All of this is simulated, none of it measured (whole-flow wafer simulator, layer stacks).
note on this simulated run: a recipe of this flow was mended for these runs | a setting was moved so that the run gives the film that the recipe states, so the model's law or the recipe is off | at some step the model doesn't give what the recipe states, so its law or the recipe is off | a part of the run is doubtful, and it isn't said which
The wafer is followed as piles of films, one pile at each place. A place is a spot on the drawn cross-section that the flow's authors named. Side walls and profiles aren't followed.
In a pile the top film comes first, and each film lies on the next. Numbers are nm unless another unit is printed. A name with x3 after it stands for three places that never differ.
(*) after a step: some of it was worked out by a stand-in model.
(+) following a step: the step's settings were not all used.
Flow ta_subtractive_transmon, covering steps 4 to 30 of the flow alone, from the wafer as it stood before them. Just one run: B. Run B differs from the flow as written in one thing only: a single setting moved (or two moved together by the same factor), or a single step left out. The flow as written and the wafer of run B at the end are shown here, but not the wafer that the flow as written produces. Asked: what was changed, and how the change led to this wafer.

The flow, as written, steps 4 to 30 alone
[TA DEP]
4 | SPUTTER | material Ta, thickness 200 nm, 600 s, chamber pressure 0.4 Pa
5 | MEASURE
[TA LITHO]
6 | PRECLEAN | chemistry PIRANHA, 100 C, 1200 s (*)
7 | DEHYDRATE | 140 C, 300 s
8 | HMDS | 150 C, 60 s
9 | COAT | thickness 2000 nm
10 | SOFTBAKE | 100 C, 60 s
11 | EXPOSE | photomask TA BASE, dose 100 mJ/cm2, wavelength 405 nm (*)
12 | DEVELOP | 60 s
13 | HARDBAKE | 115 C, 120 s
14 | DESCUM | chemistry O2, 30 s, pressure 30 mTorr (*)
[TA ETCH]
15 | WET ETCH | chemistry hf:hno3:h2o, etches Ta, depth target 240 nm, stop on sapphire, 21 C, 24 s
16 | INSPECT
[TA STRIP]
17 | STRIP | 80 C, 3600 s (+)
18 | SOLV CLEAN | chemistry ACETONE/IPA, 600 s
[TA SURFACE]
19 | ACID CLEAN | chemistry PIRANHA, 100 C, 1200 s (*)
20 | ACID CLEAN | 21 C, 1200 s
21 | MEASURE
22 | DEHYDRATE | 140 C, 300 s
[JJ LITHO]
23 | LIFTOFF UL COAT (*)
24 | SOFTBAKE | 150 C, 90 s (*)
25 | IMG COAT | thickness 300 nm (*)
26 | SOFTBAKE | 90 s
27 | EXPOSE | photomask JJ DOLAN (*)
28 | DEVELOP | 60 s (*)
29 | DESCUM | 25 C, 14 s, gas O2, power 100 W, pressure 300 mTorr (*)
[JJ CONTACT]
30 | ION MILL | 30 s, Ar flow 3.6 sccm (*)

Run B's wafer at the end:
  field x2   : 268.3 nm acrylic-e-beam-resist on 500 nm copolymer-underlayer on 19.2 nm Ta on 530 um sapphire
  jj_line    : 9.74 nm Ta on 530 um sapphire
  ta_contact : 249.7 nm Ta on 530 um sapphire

Cause: step 4, SPUTTER: thickness 260 nm was run, whereas the flow has thickness 200 nm; step 4, SPUTTER: 780 s was run, where the flow has 600 s.

How this came from the change, step by step:
  4 | SPUTTER | material Ta, thickness 200 nm, 600 s, chamber pressure 0.4 Pa
      field x2, jj_line, lead, ta_contact, ta_pad: Ta gains 260 (new film) (as written it would have been: Ta gains 200 (new film))
  15 | WET ETCH | chemistry hf:hno3:h2o, etches Ta, depth target 240 nm, stop on sapphire, 21 C, 24 s
      field x2, jj_line, lead: Ta loses 240 (as written it would have been: Ta loses 199.7 (all of it))
  23 | LIFTOFF UL COAT (*)
      ta_contact: copolymer-underlayer gains 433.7 (new film) (as written it would have been: copolymer-underlayer gains 443.9 (new film))
  28 | DEVELOP | 60 s (*)
      ta_contact: acrylic-e-beam-resist loses 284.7 (all of it), copolymer-underlayer loses 433.7 (all of it) (as written it would have been: acrylic-e-beam-resist loses 287.5 (all of it), copolymer-underlayer loses 443.9 (all of it))
  30 | ION MILL | 30 s, Ar flow 3.6 sccm (*)
      jj_line, lead: Ta loses 9.45 (as written it would have been: sapphire loses 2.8)
With metal films that touch counted as one body, field x2 has 1 body; the flow as written gives 0 bodies.
With metal films that touch counted as one body, jj_line has 1 body; the flow as written gives 0 bodies.
